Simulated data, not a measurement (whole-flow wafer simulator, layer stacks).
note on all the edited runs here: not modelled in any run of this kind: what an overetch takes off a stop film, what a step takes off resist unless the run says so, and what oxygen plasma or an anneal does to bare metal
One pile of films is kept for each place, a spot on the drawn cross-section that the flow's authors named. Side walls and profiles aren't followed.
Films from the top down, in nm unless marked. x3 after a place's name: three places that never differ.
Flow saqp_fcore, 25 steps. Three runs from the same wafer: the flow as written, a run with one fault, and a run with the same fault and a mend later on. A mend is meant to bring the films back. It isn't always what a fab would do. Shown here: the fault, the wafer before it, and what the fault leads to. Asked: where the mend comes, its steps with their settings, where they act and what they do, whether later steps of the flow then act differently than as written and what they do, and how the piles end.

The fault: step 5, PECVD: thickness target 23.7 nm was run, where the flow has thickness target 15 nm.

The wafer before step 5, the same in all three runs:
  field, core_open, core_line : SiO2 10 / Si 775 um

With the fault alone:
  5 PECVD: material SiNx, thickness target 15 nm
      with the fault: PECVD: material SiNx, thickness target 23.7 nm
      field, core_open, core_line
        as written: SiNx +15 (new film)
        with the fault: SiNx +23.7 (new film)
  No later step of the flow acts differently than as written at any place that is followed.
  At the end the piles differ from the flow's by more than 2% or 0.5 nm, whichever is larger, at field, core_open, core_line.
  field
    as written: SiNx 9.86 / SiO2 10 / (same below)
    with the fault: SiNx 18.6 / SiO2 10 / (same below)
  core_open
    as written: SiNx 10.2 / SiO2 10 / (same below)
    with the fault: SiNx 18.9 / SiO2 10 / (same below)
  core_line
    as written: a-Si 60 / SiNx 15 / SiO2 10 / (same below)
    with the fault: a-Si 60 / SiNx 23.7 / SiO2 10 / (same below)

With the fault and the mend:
  The mend comes after step 5.
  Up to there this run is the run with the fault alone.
  5a ETCH: chemistry h3po4, depth target 27.25 nm
      field, core_open, core_line
        SiNx -23.7 (all of it)
  5b PECVD: material SiNx, thickness target 15 nm (the flow's step 5 once more)
      field, core_open, core_line
        SiNx +15 (new film)
  No later step of the flow acts differently than as written at any place that is followed.
  At the end the piles are the same as the flow's at every place that both follow.
